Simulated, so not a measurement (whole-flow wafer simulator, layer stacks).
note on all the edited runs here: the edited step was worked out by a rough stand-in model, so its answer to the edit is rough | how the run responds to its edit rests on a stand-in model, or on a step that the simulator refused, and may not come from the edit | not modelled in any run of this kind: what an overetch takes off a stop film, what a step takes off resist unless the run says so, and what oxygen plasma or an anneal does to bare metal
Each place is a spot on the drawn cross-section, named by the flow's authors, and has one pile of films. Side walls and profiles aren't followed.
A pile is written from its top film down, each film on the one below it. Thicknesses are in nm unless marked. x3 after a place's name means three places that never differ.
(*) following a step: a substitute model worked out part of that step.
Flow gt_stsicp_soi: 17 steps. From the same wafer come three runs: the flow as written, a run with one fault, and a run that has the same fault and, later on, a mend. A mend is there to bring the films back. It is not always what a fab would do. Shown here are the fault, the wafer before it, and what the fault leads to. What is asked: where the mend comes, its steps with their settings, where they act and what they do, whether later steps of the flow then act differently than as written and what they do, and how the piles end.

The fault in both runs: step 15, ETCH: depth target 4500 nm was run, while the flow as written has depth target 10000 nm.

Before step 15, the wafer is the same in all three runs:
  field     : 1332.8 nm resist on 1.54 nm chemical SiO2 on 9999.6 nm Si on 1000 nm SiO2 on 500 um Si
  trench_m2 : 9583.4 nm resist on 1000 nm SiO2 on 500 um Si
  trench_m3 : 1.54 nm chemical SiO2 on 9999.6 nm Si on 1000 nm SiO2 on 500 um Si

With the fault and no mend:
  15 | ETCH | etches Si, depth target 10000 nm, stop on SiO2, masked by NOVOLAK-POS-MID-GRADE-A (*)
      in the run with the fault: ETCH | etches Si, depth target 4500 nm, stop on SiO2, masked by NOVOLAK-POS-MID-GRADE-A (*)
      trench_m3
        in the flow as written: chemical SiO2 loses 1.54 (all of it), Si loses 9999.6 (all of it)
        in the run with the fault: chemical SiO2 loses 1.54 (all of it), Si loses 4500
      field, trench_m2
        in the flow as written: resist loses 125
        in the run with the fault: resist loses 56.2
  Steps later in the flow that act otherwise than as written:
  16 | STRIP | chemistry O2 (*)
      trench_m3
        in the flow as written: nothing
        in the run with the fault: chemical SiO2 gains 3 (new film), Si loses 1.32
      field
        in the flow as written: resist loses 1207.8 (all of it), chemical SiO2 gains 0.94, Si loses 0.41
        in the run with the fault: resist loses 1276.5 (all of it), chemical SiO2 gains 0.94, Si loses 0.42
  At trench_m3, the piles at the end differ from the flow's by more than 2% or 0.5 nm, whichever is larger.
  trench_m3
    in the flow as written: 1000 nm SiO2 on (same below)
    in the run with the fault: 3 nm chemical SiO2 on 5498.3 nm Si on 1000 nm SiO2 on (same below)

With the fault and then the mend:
  The mend stands after step 15.
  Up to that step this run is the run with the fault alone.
  15a | ETCH | etches Si, depth target 5500 nm, stop on SiO2, masked by NOVOLAK-POS-MID-GRADE-A (*) (the flow's step 15, run once more with other settings)
      field, trench_m2
        resist loses 68.8
      trench_m3
        Si loses 5499.6 (all of it)
  Later steps of the flow that are run all act as written at every place that is followed.
  By the end, the piles equal the flow's at every place that both follow.
